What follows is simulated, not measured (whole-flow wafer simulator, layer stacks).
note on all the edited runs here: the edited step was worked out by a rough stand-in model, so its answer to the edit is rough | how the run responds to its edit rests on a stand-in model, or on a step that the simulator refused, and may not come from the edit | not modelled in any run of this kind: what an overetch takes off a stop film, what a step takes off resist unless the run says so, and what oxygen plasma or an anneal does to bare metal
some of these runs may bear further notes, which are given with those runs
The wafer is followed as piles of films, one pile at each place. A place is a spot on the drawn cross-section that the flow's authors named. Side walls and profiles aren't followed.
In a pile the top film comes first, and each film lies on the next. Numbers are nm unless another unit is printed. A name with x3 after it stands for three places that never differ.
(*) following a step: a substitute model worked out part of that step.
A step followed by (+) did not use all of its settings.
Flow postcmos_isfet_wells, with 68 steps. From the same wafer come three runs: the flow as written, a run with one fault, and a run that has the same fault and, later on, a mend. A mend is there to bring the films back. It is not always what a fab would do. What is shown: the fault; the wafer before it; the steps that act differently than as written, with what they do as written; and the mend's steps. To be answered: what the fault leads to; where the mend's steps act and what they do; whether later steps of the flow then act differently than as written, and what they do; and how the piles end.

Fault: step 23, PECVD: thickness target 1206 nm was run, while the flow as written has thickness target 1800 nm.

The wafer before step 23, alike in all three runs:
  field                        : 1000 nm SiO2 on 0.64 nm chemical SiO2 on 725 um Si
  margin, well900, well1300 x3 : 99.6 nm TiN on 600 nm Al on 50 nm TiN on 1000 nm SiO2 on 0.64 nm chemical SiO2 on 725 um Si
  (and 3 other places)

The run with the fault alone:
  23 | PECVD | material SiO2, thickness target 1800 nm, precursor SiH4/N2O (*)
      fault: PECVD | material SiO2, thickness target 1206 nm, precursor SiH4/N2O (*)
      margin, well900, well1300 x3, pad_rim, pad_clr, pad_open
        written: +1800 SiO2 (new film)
        fault: +1206 SiO2 (new film)
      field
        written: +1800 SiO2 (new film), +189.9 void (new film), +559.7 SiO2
        fault: +1206 SiO2 (new film), +190.1 void (new film), +559.5 SiO2
  Steps further on in the flow that do not act as written:
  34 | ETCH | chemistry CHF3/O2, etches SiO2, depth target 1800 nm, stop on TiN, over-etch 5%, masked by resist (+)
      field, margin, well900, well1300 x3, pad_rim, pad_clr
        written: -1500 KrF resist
        fault: -1055.2 KrF resist
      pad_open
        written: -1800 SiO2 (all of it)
        fault: -1206 SiO2 (all of it)
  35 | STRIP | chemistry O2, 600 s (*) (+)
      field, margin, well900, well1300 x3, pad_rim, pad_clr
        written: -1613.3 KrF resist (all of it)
        fault: -2058.1 KrF resist (all of it)
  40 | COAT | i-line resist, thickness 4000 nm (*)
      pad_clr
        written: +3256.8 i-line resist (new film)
        fault: +3445.3 i-line resist (new film)
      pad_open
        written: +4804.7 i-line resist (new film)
        fault: +4590.6 i-line resist (new film)
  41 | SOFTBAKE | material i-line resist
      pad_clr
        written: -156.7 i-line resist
        fault: -100.3 i-line resist
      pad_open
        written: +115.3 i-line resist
        fault: +87.6 i-line resist
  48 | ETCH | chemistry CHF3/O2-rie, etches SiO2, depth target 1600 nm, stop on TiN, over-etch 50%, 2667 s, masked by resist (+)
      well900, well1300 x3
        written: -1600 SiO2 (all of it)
        fault: -1006 SiO2 (all of it)
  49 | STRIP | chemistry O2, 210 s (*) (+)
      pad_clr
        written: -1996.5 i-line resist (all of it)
        fault: -2241.3 i-line resist (all of it)
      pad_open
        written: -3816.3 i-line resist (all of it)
        fault: -3574.5 i-line resist (all of it)
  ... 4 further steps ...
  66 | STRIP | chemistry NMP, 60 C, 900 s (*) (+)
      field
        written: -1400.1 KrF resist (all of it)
        fault: -1681.9 KrF resist (all of it)
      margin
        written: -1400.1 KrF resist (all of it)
        fault: -1681.8 KrF resist (all of it)
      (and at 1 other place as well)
  At field, margin, pad_rim, pad_clr, the piles at the end differ from the flow's by more than 2% or 0.5 nm, whichever is larger.
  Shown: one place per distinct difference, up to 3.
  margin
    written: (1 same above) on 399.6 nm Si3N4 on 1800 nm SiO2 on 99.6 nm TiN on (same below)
    fault: (1 same above) on 399.6 nm Si3N4 on 1206 nm SiO2 on 99.6 nm TiN on (same below)
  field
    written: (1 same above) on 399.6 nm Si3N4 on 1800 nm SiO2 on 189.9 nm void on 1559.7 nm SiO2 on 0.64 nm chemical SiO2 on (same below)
    fault: (1 same above) on 399.6 nm Si3N4 on 1206 nm SiO2 on 190.1 nm void on 1559.5 nm SiO2 on 0.64 nm chemical SiO2 on (same below)
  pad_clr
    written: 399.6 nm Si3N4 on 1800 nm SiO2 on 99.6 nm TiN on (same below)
    fault: 399.6 nm Si3N4 on 1206 nm SiO2 on 99.6 nm TiN on (same below)

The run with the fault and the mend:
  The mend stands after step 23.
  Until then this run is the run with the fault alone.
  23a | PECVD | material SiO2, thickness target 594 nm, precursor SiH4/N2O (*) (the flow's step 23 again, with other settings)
      field, margin, well900, well1300 x3, pad_rim, pad_clr, pad_open
        +594 SiO2
  Later steps of the flow that are run all act as written at every place that is followed.
  The piles end only slightly different from the flow's at the places that both follow, by no more than 2% or 0.5 nm, whichever is larger.
